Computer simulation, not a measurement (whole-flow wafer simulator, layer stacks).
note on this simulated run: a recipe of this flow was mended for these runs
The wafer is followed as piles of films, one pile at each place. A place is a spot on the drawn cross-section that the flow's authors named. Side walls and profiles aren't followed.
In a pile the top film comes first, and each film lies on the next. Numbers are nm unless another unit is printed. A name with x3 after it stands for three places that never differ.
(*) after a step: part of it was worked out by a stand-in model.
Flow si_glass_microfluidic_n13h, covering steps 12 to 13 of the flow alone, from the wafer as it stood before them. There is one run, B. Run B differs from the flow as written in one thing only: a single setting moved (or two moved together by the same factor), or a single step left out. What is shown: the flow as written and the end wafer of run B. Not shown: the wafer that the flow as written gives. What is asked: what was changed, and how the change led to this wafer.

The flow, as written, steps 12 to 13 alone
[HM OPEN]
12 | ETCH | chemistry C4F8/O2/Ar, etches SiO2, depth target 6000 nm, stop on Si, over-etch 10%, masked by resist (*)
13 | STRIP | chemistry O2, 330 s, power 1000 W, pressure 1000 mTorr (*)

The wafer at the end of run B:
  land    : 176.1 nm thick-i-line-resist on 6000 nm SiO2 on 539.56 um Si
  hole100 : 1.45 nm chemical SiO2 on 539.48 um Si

What caused this: step 13, STRIP: 202 s was run, whereas the flow has 330 s.

How this came from the change, step by step:
  13 | STRIP | chemistry O2, 330 s, power 1000 W, pressure 1000 mTorr (*)
      land: thick-i-line-resist loses 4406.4 (as written it would have been: thick-i-line-resist loses 4582.5 (all of it))
